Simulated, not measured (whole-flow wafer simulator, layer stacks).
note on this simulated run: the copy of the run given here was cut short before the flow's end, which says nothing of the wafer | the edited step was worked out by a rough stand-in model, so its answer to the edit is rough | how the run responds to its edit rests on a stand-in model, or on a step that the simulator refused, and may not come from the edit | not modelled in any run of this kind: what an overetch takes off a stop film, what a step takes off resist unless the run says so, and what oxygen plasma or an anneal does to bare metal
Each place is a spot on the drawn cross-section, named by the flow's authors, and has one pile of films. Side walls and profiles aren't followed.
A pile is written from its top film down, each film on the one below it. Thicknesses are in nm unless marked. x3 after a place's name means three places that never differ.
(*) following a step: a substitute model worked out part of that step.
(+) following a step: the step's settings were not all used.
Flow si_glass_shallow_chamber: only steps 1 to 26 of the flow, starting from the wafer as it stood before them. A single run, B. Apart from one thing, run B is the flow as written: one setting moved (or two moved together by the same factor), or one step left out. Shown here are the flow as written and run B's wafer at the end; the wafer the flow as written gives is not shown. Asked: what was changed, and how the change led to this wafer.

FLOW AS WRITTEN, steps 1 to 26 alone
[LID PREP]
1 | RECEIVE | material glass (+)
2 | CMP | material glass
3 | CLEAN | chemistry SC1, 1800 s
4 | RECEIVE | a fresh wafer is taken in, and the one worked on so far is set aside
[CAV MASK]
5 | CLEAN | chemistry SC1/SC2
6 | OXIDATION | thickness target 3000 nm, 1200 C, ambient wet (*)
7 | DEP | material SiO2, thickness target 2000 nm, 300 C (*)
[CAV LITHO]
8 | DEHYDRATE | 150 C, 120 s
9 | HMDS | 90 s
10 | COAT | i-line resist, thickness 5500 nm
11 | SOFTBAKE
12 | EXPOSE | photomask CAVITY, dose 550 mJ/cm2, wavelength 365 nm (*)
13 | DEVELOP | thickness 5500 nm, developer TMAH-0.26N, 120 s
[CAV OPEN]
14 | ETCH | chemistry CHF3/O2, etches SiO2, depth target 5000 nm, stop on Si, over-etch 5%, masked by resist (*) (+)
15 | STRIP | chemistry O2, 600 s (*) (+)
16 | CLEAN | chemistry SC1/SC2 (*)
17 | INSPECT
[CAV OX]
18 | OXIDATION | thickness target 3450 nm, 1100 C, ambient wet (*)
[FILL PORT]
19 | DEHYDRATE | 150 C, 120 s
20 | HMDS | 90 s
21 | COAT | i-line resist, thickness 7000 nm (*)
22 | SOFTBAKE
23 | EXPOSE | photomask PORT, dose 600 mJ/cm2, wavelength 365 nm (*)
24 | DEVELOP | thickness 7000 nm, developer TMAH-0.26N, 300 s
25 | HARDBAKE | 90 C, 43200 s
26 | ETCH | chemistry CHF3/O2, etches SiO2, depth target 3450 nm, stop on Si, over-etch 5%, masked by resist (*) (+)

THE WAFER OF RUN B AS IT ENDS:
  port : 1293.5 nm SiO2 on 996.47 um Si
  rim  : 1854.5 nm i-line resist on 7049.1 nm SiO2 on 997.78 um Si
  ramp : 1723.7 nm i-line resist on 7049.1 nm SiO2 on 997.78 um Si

What caused this: step 18, OXIDATION: thickness target 4916 nm was run, though the flow has thickness target 3450 nm.

Step by step, how the change led to this:
  18 | OXIDATION | thickness target 3450 nm, 1100 C, ambient wet (*)
      rim, ramp, septum, ring: SiO2 gains 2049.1, Si loses 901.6 (as written it would have been: SiO2 gains 1109.8, Si loses 488.3)
      cav, port: SiO2 gains 4916 (new film), chemical SiO2 loses 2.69 (all of it), Si loses 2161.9 (as written it would have been: SiO2 gains 3450 (new film), chemical SiO2 loses 2.69 (all of it), Si loses 1516.8)
  21 | COAT | i-line resist, thickness 7000 nm (*)
      ramp: i-line resist gains 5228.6 (new film) (as written it would have been: i-line resist gains 5087.8 (new film))
  22 | SOFTBAKE
      rim: i-line resist loses 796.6 (as written it would have been: i-line resist loses 849)
      ramp: i-line resist loses 398.9 (as written it would have been: i-line resist loses 434.5)
      (and at 4 other places as well)
  25 | HARDBAKE | 90 C, 43200 s
      rim: i-line resist loses 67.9 (as written it would have been: i-line resist loses 62.5)
      ramp: i-line resist loses 63.1 (as written it would have been: i-line resist loses 57.1)
  26 | ETCH | chemistry CHF3/O2, etches SiO2, depth target 3450 nm, stop on Si, over-etch 5%, masked by resist (*) (+)
      port: SiO2 loses 3622.5 (as written it would have been: SiO2 loses 3450 (all of it), Si loses 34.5)
